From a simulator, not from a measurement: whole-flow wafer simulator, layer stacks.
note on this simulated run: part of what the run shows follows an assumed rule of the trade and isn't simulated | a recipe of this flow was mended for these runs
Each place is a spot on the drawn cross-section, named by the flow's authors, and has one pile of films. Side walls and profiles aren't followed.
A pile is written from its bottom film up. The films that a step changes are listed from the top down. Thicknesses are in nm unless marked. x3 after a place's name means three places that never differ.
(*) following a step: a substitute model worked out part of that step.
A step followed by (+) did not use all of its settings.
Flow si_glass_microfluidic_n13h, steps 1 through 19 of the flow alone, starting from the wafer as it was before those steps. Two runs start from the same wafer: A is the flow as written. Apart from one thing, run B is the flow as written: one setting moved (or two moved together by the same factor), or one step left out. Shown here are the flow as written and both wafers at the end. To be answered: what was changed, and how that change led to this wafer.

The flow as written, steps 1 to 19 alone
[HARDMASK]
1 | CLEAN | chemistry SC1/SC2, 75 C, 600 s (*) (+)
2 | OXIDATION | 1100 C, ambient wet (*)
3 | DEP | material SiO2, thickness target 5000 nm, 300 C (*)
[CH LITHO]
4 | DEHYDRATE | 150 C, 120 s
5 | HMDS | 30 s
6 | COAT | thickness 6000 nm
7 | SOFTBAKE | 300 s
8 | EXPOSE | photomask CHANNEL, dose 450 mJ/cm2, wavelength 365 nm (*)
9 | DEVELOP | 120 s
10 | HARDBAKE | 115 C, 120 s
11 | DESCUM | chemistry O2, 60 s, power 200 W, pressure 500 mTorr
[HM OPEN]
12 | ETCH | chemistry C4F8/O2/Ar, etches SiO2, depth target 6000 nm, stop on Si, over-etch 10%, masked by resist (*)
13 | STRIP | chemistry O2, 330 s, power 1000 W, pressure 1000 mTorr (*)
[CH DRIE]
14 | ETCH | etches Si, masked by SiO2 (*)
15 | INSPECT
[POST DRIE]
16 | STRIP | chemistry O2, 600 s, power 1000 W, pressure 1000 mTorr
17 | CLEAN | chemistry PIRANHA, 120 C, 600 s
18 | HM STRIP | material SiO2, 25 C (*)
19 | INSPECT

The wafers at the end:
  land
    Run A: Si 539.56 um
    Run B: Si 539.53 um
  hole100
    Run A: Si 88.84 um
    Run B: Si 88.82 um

What caused this: step 2, OXIDATION: 1118 C was run, while the flow as written has 1100 C.

The path from the change to this, step by step:
  2 | OXIDATION | 1100 C, ambient wet (*)
      land, hole100: A SiO2 gains 1000 (new film), chemical SiO2 loses 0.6 (all of it), Si loses 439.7 | B SiO2 gains 1058.2 (new film), chemical SiO2 loses 0.6 (all of it), Si loses 465.3
  12 | ETCH | chemistry C4F8/O2/Ar, etches SiO2, depth target 6000 nm, stop on Si, over-etch 10%, masked by resist (*)
      hole100: A SiO2 loses 6000 (all of it), Si loses 75 | B SiO2 loses 6058.2 (all of it), Si loses 67.7
  18 | HM STRIP | material SiO2, 25 C (*)
      land: A SiO2 loses 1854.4 (all of it) | B SiO2 loses 1912.4 (all of it)
